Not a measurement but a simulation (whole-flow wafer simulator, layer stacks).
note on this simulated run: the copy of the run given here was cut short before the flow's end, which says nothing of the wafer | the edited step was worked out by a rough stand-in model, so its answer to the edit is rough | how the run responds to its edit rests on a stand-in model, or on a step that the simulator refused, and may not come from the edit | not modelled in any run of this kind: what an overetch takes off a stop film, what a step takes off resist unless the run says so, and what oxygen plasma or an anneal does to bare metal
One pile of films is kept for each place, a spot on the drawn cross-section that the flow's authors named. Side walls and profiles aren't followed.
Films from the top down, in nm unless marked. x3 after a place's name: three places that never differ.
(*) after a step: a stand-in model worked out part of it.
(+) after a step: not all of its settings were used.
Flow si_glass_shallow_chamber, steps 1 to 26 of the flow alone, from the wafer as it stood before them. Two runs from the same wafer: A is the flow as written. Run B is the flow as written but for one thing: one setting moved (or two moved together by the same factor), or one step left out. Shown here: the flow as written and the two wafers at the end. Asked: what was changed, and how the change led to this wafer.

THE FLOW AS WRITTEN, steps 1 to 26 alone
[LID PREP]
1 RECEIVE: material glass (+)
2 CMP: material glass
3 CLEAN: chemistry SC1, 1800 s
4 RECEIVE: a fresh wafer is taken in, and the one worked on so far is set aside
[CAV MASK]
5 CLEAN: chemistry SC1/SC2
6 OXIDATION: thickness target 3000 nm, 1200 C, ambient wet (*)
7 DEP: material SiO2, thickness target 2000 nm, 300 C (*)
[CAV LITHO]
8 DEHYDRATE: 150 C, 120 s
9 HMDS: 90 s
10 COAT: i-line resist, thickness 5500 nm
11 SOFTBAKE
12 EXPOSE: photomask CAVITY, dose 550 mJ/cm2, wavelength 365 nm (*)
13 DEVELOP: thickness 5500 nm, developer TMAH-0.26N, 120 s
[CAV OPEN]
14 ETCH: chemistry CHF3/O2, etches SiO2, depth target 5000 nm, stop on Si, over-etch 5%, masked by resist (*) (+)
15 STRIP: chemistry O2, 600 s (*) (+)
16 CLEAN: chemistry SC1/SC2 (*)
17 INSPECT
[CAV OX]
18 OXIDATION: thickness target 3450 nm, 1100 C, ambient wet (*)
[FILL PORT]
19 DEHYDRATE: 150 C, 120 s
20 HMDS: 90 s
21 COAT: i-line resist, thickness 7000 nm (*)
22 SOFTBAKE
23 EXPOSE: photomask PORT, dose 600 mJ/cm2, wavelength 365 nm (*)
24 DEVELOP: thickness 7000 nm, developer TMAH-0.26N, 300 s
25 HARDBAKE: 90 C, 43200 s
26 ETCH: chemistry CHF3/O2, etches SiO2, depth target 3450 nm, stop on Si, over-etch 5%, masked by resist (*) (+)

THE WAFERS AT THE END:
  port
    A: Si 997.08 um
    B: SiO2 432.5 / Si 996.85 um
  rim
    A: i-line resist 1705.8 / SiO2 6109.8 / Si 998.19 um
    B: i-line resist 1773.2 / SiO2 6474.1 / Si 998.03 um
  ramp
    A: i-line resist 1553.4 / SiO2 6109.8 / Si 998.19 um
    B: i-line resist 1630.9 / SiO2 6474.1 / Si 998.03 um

The cause: step 18, OXIDATION: thickness target 4055 nm was run, where the flow has thickness target 3450 nm.

How the change led to this, step by step:
  18 OXIDATION: thickness target 3450 nm, 1100 C, ambient wet (*)
      rim, ramp, septum, ring: A SiO2 +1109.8, Si -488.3 | B SiO2 +1474.1, Si -648.6
      cav, port: A SiO2 +3450 (new film), chemical SiO2 -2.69 (all of it), Si -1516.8 | B SiO2 +4055 (new film), chemical SiO2 -2.69 (all of it), Si -1783
  22 SOFTBAKE
      rim: A i-line resist -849 | B i-line resist -825.6
      ramp: A i-line resist -434.5 | B i-line resist -418.4
      (and at 2 more places)
  25 HARDBAKE: 90 C, 43200 s
      rim: A i-line resist -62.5 | B i-line resist -64.9
      ramp: A i-line resist -57.1 | B i-line resist -59.8
  26 ETCH: chemistry CHF3/O2, etches SiO2, depth target 3450 nm, stop on Si, over-etch 5%, masked by resist (*) (+)
      port: A SiO2 -3450 (all of it), Si -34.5 | B SiO2 -3622.5
